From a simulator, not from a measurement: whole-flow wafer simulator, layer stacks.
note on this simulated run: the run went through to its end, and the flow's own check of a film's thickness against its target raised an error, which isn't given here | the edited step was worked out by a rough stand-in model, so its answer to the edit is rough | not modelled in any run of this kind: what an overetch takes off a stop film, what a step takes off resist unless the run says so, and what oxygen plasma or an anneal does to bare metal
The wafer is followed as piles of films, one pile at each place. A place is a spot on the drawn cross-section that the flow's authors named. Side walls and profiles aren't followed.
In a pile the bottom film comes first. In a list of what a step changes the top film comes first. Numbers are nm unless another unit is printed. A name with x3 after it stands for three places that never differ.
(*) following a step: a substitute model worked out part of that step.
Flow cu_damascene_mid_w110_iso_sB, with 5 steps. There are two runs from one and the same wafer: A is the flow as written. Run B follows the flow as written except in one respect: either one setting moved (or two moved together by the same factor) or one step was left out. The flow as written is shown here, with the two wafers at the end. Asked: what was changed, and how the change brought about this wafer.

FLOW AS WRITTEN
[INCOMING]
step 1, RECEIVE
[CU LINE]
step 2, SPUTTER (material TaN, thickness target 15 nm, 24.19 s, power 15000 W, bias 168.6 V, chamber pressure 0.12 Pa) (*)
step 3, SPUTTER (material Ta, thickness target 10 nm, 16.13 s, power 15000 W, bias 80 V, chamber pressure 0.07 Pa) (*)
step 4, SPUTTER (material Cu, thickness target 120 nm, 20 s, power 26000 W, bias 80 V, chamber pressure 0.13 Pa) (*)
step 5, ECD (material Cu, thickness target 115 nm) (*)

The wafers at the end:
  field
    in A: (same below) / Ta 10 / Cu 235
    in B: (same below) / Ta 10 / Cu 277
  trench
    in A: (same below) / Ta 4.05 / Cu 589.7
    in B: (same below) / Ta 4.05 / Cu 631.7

What caused this: step 4, SPUTTER: thickness target 162 nm was run, whereas the flow has thickness target 120 nm; step 4, SPUTTER: 27 s was run, where the flow has 20 s.

The path from the change to this, step by step:
  step 4, SPUTTER (material Cu, thickness target 120 nm, 20 s, power 26000 W, bias 80 V, chamber pressure 0.13 Pa) (*)
      field: A Cu gains 120 (new film) | B Cu gains 162 (new film)
      trench: A Cu gains 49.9 (new film) | B Cu gains 67.4 (new film)
  step 5, ECD (material Cu, thickness target 115 nm) (*)
      trench: A Cu gains 539.8 | B Cu gains 564.3
